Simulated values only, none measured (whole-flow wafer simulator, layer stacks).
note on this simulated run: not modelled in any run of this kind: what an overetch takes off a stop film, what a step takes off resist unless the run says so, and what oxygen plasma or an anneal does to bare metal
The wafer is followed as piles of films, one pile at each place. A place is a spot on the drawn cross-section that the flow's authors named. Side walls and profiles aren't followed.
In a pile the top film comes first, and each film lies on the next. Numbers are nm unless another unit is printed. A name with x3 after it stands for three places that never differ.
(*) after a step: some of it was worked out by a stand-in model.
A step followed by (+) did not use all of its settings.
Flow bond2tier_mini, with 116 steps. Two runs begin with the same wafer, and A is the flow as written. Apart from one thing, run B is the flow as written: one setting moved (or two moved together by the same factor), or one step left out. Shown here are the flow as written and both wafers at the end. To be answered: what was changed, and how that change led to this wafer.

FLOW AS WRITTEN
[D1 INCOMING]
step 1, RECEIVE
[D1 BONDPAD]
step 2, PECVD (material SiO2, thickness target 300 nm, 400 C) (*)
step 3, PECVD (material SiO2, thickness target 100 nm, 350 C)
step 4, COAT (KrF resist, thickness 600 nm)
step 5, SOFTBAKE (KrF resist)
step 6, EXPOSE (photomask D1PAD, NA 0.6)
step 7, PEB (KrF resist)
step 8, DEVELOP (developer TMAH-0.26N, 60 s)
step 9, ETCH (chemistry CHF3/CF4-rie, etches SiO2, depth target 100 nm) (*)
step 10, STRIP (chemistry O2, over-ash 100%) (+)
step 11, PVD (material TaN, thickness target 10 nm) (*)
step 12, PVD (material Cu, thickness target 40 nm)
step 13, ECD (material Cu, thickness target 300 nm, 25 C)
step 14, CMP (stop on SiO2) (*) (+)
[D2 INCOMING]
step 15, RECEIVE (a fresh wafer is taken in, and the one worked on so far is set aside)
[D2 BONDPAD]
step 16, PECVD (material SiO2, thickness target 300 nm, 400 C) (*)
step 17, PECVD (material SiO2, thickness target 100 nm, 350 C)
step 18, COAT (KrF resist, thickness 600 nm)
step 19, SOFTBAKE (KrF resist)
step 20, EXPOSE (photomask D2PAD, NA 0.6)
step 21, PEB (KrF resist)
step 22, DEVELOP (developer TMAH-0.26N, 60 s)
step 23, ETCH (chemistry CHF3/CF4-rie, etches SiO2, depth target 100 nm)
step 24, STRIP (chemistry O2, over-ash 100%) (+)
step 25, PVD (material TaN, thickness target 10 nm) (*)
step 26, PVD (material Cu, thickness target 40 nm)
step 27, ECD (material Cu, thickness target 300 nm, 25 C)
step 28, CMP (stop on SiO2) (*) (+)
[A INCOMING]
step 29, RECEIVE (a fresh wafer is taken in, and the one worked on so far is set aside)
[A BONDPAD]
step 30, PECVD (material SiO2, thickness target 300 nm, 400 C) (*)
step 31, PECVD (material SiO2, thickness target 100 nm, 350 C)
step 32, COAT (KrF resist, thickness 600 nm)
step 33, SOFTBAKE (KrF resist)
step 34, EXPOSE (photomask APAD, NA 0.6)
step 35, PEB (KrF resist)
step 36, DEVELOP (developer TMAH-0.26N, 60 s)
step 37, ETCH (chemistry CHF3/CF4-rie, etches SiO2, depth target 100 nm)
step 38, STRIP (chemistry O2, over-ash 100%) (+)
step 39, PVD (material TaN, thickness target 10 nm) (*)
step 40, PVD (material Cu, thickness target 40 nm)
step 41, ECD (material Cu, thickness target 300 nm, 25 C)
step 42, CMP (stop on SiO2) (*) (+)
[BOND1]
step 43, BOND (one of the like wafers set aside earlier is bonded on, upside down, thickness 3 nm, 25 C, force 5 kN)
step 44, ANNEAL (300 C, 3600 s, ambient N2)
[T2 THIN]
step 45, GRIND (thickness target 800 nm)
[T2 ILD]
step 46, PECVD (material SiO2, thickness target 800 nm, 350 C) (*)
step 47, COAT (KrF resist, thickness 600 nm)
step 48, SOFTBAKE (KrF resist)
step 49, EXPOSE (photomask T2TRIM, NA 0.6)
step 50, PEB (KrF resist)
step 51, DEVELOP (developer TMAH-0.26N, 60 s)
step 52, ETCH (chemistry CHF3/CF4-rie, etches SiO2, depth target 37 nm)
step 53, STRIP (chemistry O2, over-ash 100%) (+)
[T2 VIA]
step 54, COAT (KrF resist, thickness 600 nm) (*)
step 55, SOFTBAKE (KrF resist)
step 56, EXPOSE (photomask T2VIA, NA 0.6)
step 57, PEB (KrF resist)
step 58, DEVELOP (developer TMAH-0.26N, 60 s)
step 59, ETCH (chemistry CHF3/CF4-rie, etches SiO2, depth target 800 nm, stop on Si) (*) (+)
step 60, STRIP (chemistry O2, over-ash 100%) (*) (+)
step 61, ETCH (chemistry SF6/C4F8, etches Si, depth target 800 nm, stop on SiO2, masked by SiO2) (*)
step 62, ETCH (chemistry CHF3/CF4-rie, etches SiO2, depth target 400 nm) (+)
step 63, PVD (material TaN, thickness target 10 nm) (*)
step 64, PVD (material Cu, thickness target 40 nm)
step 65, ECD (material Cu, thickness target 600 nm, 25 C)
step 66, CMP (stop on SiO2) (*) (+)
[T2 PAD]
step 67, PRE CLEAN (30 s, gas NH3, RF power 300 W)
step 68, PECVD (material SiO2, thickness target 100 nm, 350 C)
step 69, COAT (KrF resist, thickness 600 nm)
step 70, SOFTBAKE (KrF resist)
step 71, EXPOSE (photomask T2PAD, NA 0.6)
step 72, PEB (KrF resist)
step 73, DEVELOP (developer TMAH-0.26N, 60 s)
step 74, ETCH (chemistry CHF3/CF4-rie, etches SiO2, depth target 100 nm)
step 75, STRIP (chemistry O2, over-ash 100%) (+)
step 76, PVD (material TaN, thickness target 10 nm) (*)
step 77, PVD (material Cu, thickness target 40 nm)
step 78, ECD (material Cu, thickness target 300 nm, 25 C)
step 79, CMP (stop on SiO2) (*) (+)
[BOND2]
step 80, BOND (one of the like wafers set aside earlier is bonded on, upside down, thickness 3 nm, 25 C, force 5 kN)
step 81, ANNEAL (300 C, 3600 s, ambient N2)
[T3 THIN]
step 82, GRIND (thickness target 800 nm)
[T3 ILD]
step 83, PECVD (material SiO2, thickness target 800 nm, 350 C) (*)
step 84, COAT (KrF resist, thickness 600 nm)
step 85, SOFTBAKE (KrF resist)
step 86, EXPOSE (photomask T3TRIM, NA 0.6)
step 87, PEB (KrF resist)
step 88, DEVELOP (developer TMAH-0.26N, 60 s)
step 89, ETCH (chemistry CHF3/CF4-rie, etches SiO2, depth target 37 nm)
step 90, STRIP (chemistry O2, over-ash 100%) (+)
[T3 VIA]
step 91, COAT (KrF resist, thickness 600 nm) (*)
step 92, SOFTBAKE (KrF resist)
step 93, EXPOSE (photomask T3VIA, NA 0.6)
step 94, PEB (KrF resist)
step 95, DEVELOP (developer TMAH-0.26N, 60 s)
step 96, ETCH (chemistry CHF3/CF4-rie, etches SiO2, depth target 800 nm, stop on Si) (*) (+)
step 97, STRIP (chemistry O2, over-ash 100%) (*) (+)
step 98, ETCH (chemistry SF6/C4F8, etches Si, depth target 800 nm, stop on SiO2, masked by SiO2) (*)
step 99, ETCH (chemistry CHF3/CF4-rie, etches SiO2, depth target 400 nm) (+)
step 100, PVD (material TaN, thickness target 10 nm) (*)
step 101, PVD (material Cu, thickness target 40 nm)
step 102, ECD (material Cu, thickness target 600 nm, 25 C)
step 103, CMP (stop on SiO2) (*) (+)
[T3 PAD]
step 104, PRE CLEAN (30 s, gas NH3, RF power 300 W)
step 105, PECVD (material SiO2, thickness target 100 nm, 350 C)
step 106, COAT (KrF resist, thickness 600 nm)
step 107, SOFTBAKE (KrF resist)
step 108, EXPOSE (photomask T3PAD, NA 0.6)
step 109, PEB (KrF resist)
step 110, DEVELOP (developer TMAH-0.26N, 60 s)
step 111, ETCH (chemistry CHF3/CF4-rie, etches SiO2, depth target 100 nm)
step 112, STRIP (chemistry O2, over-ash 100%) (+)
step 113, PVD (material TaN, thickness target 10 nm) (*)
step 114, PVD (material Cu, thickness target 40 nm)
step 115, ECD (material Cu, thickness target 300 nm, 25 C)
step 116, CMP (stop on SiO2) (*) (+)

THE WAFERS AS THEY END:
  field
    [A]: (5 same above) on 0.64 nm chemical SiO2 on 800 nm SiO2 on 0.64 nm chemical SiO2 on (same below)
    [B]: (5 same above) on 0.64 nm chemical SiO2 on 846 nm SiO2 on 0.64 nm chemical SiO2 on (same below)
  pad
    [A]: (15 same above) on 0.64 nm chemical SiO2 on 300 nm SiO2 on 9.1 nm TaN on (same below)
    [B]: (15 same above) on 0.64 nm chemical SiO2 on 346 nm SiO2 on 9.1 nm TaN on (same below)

Cause: step 3, PECVD: thickness target 146 nm was run, whereas the flow has thickness target 100 nm.

The path from the change to this, step by step:
  step 3, PECVD (material SiO2, thickness target 100 nm, 350 C)
      field, pad, via: A SiO2 gains 100 | B SiO2 gains 146
  step 43, BOND (one of the like wafers set aside earlier is bonded on, upside down, thickness 3 nm, 25 C, force 5 kN)
      field: A Si gains 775 um (new film), chemical SiO2 gains 0.64 (new film), SiO2 gains 400 | B Si gains 775 um (new film), chemical SiO2 gains 0.64 (new film), SiO2 gains 446
      pad: A Si gains 775 um (new film), chemical SiO2 gains 0.64 (new film), SiO2 gains 300 (new film), TaN gains 9.1 (new film), Cu gains 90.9 | B Si gains 775 um (new film), chemical SiO2 gains 0.64 (new film), SiO2 gains 346 (new film), TaN gains 9.1 (new film), Cu gains 90.9
      (also at 1 further place)
